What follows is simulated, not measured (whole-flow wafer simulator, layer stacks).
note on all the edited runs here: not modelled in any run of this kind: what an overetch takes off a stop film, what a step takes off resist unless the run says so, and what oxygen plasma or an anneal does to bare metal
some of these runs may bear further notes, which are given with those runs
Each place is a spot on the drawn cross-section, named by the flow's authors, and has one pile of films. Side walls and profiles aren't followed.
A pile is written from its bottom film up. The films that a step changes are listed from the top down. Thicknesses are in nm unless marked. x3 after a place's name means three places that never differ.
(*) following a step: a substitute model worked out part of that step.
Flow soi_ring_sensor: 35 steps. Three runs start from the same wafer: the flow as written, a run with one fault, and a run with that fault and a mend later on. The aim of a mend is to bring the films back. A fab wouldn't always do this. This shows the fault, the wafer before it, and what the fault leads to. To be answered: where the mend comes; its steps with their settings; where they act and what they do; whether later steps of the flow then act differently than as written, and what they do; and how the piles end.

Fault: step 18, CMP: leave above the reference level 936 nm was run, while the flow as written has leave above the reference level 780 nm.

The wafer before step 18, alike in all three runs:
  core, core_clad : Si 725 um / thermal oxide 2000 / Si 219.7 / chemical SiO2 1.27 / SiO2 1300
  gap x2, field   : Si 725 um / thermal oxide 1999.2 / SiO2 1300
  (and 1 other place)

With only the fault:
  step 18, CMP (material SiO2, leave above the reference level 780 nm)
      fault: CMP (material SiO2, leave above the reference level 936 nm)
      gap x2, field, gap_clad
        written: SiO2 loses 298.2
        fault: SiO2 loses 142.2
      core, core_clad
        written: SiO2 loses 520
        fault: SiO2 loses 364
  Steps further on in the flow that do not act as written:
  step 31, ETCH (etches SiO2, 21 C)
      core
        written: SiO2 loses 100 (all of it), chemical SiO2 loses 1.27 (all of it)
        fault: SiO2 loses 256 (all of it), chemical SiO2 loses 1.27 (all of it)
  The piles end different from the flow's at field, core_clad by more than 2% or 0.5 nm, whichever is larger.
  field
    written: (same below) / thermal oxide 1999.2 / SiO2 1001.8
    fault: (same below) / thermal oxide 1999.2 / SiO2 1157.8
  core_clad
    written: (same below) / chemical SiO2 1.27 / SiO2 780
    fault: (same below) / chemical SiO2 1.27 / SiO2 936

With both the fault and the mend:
  The mend stands after step 27.
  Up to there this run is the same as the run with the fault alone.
  step 27a, STRIP (i-line resist, 250 C, gas O2, power 300 W) (*)
      field, core_clad, gap_clad
        i-line resist loses 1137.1 (all of it)
  step 27b, CMP (material SiO2, leave above the reference level 780 nm) (the flow's step 18, run once more)
      core, gap x2, field, core_clad, gap_clad
        SiO2 loses 156
  step 27c, HMDS (120 C, 60 s) (the flow's step 21, run once more)
      alters no film at any place that is followed
  step 27d, COAT (i-line resist, thickness 1200 nm) (the flow's step 22, run once more)
      core, gap x2, field, core_clad, gap_clad
        i-line resist gains 1200 (new film)
  step 27e, SOFTBAKE (i-line resist) (the flow's step 23, run once more)
      alters no film at any place that is followed
  step 27f, EXPOSE (photomask WINDOW, dose 101 mJ/cm2, NA 0.5, wavelength 365 nm) (*) (the flow's step 24, run once more)
      alters no film at any place that is followed
  step 27g, PEB (i-line resist) (the flow's step 25, run once more)
      core, gap x2, field, core_clad, gap_clad
        i-line resist loses 62.8
  step 27h, DEVELOP (i-line resist, thickness 1200 nm, 90 s) (the flow's step 26, run once more)
      core, gap x2
        i-line resist loses 1137.2 (all of it)
      field, core_clad, gap_clad
        i-line resist loses 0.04
  Later steps of the flow that are run all act as written at every place that is followed.
  At every place that both follow, the piles at the end match the flow's.
